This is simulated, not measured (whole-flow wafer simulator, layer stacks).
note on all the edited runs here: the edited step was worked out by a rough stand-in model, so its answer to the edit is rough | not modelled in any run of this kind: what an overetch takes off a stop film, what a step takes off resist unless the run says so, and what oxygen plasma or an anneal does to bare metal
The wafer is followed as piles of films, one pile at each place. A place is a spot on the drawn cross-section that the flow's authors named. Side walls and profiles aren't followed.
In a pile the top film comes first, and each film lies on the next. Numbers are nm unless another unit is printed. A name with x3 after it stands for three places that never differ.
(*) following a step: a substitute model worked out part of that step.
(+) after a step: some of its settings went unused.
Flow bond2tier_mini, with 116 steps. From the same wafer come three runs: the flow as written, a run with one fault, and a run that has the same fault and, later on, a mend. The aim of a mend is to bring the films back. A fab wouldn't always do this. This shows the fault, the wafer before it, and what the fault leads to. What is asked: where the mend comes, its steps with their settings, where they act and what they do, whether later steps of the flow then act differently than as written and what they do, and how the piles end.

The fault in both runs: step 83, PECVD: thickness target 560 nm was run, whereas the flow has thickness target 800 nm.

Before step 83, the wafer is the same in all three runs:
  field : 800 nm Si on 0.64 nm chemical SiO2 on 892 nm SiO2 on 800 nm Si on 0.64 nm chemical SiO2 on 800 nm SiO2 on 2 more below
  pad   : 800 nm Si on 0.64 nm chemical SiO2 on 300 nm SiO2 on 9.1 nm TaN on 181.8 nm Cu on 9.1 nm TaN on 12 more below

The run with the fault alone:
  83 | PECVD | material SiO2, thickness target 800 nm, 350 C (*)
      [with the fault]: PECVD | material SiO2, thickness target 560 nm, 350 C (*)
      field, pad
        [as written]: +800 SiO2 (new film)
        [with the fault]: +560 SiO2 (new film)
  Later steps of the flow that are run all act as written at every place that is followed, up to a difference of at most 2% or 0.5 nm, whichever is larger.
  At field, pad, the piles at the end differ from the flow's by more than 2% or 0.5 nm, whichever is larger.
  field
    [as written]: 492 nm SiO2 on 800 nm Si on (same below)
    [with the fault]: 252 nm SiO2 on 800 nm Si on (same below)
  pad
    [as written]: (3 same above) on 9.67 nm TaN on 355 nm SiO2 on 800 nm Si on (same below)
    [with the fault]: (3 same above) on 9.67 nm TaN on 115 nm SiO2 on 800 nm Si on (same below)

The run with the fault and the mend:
  After step 88 comes the mend.
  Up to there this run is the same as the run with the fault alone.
  88a | STRIP | chemistry O2, over-ash 100% (+)
      field
        -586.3 KrF resist (all of it)
  88b | PECVD | material SiO2, thickness target 240 nm, 350 C (a further turn of the flow's step 83, with different settings)
      field, pad
        +240 SiO2
  88c | COAT | KrF resist, thickness 600 nm (a further turn of the flow's step 84)
      field, pad
        +600 KrF resist (new film)
  88d | SOFTBAKE | KrF resist (a further turn of the flow's step 85)
      leaves every film unchanged at each place that is followed
  88e | EXPOSE | photomask T3TRIM, NA 0.6 (a further turn of the flow's step 86)
      leaves every film unchanged at each place that is followed
  88f | PEB | KrF resist (a further turn of the flow's step 87)
      leaves every film unchanged at each place that is followed
  88g | DEVELOP | developer TMAH-0.26N, 60 s (a further turn of the flow's step 88)
      field
        -13.7 KrF resist
      pad
        -600 KrF resist (all of it)
  Later steps of the flow that are run all act as written at every place that is followed.
  At every place that both follow, the piles at the end match the flow's.
